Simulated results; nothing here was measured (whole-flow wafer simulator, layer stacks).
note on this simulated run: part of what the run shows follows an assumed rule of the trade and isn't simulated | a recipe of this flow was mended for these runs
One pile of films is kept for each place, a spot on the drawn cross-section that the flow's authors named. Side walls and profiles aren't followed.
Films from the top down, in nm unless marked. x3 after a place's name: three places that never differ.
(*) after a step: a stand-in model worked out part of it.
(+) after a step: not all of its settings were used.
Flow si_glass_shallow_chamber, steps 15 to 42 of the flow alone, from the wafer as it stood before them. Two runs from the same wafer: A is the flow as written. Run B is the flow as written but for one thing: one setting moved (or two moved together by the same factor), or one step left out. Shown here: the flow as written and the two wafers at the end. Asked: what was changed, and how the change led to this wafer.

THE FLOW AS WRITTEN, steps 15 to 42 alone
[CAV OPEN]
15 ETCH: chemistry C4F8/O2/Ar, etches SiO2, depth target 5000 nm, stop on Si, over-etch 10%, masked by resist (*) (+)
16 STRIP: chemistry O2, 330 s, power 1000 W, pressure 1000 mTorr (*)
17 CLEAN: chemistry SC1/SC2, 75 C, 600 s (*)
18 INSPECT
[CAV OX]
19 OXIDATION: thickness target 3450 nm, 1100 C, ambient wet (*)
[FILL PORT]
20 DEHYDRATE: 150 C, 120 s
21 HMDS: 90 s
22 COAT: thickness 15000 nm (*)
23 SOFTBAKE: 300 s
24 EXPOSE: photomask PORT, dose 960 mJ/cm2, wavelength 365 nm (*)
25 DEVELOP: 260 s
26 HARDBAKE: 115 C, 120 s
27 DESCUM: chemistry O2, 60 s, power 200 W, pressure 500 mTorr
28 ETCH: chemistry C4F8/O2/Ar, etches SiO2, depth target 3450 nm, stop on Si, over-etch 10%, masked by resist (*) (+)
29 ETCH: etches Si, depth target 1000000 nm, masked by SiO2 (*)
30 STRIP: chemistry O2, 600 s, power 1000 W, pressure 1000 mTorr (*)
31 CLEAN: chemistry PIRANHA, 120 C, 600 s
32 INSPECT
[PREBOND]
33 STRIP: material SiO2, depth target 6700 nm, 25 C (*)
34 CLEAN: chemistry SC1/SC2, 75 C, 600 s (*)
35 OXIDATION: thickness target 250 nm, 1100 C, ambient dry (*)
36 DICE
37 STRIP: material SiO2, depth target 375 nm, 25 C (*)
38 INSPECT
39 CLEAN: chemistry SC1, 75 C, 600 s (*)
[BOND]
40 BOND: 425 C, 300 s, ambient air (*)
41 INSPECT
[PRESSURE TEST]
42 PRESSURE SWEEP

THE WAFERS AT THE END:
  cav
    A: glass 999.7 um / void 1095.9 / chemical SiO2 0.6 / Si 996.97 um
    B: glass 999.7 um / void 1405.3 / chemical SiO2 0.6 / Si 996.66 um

The cause: step 15, ETCH: depth target 7250 nm was run, where the flow has depth target 5000 nm.

How the change led to this, step by step:
  15 ETCH: chemistry C4F8/O2/Ar, etches SiO2, depth target 5000 nm, stop on Si, over-etch 10%, masked by resist (*) (+)
      cav, port: A SiO2 -5000 (all of it), Si -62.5 | B SiO2 -5000 (all of it), Si -371.9
  22 COAT: thickness 15000 nm (*)
      rim: A thick-i-line-resist +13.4 um (new film) | B thick-i-line-resist +13.28 um (new film)
      ramp: A thick-i-line-resist +12.89 um (new film) | B thick-i-line-resist +12.72 um (new film)
      (and at 4 more places)
  23 SOFTBAKE: 300 s
      rim: A thick-i-line-resist -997 | B thick-i-line-resist -1084.5
      ramp: A thick-i-line-resist -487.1 | B thick-i-line-resist -533.7
      (and at 4 more places)
  25 DEVELOP: 260 s
      port: A thick-i-line-resist -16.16 um (all of it) | B thick-i-line-resist -16.25 um (all of it)
  26 HARDBAKE: 115 C, 120 s
      rim, ramp: A thick-i-line-resist -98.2 | B thick-i-line-resist -95.7
  29 ETCH: etches Si, depth target 1000000 nm, masked by SiO2 (*)
      rim, ramp: A thick-i-line-resist -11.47 um (all of it), SiO2 -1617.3 | B thick-i-line-resist -11.26 um (all of it), SiO2 -1730
      port: A hole +997.05 um (new film), Si -997.05 um (all of it) | B hole +996.74 um (new film), Si -996.74 um (all of it)
      (and at 2 more places)
  30 STRIP: chemistry O2, 600 s, power 1000 W, pressure 1000 mTorr (*)
      cav: A thick-i-line-resist -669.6 (all of it) | B thick-i-line-resist -763.6 (all of it)
  33 STRIP: material SiO2, depth target 6700 nm, 25 C (*)
      rim, ramp: A SiO2 -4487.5 (all of it) | B SiO2 -4374.8 (all of it)
  40 BOND: 425 C, 300 s, ambient air (*)
      cav: A glass +999.7 um (new film), void +1095.9 (new film) | B glass +999.7 um (new film), void +1405.3 (new film)
      port: A glass +999.7 um (new film), hole +1017.3 | B glass +999.7 um (new film), hole +1326.6
